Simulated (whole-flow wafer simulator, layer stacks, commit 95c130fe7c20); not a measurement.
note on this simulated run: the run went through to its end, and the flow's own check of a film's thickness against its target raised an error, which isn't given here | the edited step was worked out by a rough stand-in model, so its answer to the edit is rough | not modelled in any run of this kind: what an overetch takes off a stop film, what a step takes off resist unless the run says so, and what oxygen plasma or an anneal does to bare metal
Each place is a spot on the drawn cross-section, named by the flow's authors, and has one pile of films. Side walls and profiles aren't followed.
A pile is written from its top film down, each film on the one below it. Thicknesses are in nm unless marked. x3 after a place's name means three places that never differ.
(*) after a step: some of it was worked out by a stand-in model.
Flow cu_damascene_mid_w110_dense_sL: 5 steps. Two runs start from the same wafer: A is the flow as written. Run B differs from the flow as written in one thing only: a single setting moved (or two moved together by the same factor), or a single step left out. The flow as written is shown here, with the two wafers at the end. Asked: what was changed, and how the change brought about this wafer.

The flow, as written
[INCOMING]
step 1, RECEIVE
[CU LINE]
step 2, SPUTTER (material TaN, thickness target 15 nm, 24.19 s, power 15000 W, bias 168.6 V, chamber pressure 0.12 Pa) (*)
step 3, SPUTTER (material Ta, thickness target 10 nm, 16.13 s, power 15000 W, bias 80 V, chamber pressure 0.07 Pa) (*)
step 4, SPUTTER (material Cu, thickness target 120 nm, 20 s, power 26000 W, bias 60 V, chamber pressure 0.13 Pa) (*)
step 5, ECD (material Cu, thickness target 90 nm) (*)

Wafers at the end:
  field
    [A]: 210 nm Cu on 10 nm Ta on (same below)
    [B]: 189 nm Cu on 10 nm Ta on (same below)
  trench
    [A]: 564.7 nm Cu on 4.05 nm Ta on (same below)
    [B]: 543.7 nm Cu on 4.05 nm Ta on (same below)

The reason: step 4, SPUTTER: thickness target 99 nm was run, while the flow as written has thickness target 120 nm; step 4, SPUTTER: 16.5 s was run, where the flow has 20 s.

How this came from the change, step by step:
  step 4, SPUTTER (material Cu, thickness target 120 nm, 20 s, power 26000 W, bias 60 V, chamber pressure 0.13 Pa) (*)
      field: A +120 Cu (new film) | B +99 Cu (new film)
      trench: A +49.9 Cu (new film) | B +41.2 Cu (new film)
  step 5, ECD (material Cu, thickness target 90 nm) (*)
      trench: A +514.8 Cu | B +502.5 Cu
